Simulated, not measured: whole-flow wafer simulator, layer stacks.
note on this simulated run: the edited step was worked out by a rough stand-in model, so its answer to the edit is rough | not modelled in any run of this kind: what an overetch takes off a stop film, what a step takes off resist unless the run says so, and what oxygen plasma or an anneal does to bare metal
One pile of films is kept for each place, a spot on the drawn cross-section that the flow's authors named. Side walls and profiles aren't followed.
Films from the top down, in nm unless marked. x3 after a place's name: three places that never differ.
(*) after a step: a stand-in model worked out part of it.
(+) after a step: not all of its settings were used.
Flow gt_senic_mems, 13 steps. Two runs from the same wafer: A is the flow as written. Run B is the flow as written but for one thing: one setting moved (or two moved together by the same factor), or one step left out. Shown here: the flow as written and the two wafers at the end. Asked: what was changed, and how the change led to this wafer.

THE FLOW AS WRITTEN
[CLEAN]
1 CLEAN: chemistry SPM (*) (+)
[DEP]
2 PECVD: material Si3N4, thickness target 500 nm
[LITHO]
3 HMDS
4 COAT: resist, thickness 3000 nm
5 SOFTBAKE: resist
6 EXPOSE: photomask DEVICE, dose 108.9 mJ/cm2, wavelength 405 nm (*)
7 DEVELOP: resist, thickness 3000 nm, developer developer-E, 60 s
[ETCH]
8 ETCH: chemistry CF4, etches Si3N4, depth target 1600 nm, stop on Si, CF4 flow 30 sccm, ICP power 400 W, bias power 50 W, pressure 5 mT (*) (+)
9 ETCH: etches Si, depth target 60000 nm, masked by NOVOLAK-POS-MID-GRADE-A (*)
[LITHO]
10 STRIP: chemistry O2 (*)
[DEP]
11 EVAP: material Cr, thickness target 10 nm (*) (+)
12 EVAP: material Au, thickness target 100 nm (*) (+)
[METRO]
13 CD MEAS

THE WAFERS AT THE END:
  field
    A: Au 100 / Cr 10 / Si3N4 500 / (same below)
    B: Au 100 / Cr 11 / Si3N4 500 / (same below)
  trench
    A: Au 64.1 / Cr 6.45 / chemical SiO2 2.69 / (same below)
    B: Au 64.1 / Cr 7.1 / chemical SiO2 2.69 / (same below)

The cause: step 11, EVAP: thickness target 11 nm was run, where the flow has thickness target 10 nm.
It can be read off the wafer: field has Cr 11, and step 11 as written asks for 10 nm.

How the change led to this, step by step:
  11 EVAP: material Cr, thickness target 10 nm (*) (+)
      field: A Cr +10 (new film) | B Cr +11 (new film)
      trench: A Cr +6.45 (new film) | B Cr +7.1 (new film)
